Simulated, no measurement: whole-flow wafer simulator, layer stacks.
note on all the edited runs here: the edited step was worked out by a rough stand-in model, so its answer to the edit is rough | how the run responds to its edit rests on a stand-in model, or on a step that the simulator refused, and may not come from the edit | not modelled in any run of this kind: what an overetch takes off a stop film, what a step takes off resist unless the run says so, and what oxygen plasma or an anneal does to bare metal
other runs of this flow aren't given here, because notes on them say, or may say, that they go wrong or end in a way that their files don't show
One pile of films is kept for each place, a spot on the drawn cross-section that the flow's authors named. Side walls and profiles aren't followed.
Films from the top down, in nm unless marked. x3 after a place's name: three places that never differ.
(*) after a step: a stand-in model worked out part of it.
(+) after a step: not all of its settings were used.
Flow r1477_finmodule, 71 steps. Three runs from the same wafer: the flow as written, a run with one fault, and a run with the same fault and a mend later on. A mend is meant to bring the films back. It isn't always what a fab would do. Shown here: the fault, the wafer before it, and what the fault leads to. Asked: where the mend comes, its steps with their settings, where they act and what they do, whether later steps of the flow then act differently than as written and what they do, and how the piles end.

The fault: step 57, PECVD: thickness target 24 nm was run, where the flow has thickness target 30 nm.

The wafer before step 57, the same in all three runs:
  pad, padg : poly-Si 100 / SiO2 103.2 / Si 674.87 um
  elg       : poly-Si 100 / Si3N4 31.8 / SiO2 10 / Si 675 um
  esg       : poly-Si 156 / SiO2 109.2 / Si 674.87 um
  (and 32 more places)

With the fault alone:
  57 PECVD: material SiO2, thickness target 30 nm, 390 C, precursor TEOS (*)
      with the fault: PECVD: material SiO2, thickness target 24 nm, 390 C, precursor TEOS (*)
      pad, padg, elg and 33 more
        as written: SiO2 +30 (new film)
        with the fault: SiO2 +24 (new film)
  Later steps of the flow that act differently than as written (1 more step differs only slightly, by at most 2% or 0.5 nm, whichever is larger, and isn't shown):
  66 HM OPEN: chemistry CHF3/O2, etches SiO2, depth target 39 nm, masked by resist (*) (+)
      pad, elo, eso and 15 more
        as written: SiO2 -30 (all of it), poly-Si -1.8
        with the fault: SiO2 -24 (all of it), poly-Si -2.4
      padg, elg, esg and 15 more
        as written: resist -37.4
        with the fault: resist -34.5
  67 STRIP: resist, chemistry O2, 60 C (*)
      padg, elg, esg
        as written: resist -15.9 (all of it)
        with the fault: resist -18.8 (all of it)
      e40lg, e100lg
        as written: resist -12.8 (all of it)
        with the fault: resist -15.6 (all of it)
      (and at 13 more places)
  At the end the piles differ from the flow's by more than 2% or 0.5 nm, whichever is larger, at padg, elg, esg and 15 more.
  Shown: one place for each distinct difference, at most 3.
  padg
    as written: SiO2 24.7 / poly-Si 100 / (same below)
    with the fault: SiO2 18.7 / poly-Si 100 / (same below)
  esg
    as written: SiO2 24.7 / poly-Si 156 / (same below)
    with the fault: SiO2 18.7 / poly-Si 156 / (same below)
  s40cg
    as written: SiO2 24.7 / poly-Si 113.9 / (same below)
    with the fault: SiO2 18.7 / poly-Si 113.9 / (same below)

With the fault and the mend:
  The mend comes after step 58.
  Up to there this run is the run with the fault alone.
  58a PECVD: material SiO2, thickness target 6 nm, 390 C, precursor TEOS (*) (the flow's step 57 once more, with other settings)
      pad, padg, elg and 33 more
        SiO2 +6
  No later step of the flow acts differently than as written at any place that is followed.
  At the end the piles are the same as the flow's at every place that both follow.
